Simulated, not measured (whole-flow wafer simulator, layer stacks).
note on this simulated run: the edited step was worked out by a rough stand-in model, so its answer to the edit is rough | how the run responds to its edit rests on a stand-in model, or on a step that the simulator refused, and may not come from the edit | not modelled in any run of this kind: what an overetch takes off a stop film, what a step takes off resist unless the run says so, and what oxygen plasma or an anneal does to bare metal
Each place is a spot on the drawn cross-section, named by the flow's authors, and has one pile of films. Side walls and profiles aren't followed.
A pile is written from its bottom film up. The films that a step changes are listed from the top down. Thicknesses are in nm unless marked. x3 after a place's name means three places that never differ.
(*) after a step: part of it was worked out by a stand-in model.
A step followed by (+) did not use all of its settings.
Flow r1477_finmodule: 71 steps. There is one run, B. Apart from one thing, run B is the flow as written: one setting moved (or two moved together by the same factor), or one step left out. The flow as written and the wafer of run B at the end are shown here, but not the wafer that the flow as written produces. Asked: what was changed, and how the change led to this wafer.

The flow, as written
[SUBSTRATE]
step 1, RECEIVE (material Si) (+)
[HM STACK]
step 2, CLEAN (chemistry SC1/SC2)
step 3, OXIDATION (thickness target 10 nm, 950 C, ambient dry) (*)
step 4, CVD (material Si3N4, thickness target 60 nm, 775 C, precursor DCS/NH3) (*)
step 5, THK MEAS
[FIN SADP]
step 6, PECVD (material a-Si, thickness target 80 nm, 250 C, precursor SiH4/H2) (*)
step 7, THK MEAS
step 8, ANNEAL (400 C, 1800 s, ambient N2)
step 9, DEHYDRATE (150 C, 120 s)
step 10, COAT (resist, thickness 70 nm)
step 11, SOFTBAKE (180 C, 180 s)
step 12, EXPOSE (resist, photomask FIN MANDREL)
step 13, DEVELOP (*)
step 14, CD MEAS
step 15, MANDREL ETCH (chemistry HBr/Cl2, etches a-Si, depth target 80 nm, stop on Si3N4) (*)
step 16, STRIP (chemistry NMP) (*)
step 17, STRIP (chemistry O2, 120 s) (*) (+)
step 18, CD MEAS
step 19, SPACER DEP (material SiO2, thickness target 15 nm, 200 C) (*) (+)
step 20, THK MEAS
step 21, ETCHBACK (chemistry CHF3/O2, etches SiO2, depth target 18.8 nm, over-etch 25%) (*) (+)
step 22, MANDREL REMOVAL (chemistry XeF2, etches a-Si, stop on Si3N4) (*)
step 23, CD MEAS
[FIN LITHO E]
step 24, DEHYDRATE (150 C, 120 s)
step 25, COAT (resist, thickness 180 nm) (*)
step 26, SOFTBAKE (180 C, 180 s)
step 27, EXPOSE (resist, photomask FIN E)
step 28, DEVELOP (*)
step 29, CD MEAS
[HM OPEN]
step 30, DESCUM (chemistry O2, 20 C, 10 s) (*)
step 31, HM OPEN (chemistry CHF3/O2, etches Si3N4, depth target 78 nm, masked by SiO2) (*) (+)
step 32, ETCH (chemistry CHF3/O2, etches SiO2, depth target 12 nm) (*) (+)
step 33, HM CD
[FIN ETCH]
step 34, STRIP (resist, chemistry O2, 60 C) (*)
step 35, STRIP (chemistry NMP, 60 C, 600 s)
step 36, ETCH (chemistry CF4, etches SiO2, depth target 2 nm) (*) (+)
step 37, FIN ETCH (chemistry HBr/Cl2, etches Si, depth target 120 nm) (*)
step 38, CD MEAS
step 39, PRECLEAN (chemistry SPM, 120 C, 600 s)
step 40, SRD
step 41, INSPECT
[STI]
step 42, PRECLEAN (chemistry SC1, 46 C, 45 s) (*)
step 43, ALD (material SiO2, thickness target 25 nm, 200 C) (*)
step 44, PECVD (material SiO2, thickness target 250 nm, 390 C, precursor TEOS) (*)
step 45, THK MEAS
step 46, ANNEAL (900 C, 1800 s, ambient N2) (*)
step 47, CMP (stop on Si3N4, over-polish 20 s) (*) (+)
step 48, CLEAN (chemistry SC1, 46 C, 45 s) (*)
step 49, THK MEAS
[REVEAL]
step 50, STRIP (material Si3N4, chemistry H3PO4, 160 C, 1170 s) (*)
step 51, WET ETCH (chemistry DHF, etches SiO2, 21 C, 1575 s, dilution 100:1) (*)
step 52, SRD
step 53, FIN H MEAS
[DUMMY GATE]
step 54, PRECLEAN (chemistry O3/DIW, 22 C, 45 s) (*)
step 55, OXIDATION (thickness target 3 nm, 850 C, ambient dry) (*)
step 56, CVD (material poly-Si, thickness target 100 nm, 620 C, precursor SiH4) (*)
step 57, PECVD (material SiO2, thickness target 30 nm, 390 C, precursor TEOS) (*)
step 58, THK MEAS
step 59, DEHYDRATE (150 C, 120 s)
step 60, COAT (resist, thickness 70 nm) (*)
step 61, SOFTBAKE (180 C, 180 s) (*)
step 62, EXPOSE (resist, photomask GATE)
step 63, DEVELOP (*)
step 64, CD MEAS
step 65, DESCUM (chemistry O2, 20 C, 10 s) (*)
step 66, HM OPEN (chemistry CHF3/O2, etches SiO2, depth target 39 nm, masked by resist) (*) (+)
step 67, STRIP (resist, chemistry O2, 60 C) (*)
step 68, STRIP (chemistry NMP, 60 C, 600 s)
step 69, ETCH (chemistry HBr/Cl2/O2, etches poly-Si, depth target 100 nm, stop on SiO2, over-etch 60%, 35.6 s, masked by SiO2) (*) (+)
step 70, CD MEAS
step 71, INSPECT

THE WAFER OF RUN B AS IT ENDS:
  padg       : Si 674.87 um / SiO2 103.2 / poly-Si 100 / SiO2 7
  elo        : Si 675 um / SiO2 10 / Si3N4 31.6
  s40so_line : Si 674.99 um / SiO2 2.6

The reason: step 57, PECVD: thickness target 12.3 nm was run, though the flow has thickness target 30 nm.

The path from the change to this, step by step:
  step 57, PECVD (material SiO2, thickness target 30 nm, 390 C, precursor TEOS) (*)
      pad, padg, elg and 33 more: SiO2 gains 12.3 (new film) (it would be, as written: SiO2 gains 30 (new film))
  step 66, HM OPEN (chemistry CHF3/O2, etches SiO2, depth target 39 nm, masked by resist) (*) (+)
      pad, elo, eso and 15 more: SiO2 loses 12.3 (all of it), poly-Si loses 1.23 (it would be, as written: SiO2 loses 30 (all of it), poly-Si loses 1.8)
      padg, elg, esg and 15 more: resist loses 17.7 (it would be, as written: resist loses 37.4)
  step 67, STRIP (resist, chemistry O2, 60 C) (*)
      padg, elg, esg: resist loses 35.6 (all of it) (it would be, as written: resist loses 15.9 (all of it))
      e40lg, e100lg, e200lg: resist loses 32.5 (all of it) (it would be, as written: resist loses 12.8 (all of it))
      (and at 12 other places as well)
